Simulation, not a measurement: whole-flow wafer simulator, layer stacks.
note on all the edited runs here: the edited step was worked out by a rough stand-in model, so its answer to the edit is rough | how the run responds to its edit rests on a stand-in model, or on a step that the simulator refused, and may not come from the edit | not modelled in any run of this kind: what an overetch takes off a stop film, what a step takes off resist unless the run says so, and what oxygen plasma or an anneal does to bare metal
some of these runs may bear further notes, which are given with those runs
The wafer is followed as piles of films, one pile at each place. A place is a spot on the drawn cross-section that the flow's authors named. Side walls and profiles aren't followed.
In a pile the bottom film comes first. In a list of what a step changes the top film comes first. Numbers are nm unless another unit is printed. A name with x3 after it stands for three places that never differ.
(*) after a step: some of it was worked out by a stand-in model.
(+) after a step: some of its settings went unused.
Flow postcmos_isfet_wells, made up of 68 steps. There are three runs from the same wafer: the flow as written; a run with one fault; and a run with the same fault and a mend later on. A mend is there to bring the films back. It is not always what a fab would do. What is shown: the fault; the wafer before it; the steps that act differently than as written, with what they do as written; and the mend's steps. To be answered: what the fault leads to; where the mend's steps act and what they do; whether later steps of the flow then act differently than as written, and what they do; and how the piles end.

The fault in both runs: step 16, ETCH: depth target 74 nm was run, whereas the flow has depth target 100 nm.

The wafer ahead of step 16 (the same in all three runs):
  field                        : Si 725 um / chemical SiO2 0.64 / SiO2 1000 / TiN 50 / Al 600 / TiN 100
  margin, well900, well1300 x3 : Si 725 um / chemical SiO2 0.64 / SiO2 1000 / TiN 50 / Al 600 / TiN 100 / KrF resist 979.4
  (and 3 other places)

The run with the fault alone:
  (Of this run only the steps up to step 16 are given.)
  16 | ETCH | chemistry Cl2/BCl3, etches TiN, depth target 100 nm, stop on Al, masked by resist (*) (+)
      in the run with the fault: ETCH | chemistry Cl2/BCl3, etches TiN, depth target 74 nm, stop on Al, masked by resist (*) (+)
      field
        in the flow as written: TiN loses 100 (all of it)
        in the run with the fault: TiN loses 74
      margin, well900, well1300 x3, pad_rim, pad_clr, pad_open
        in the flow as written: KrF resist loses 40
        in the run with the fault: KrF resist loses 29.6
  After step 16, at field, the piles differ from the flow's by more than 2% or 0.5 nm, whichever is larger.
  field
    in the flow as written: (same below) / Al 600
    in the run with the fault: (same below) / Al 600 / TiN 26

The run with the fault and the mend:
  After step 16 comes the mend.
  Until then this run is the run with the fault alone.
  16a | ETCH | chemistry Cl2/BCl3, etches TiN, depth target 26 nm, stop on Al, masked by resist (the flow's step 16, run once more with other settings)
      margin, well900, well1300 x3, pad_rim, pad_clr, pad_open
        KrF resist loses 10.4
      field
        TiN loses 26 (all of it)
  None of the later steps of the flow acts differently than as written at any place that is followed.
  At every place that both follow, the piles at the end match the flow's.
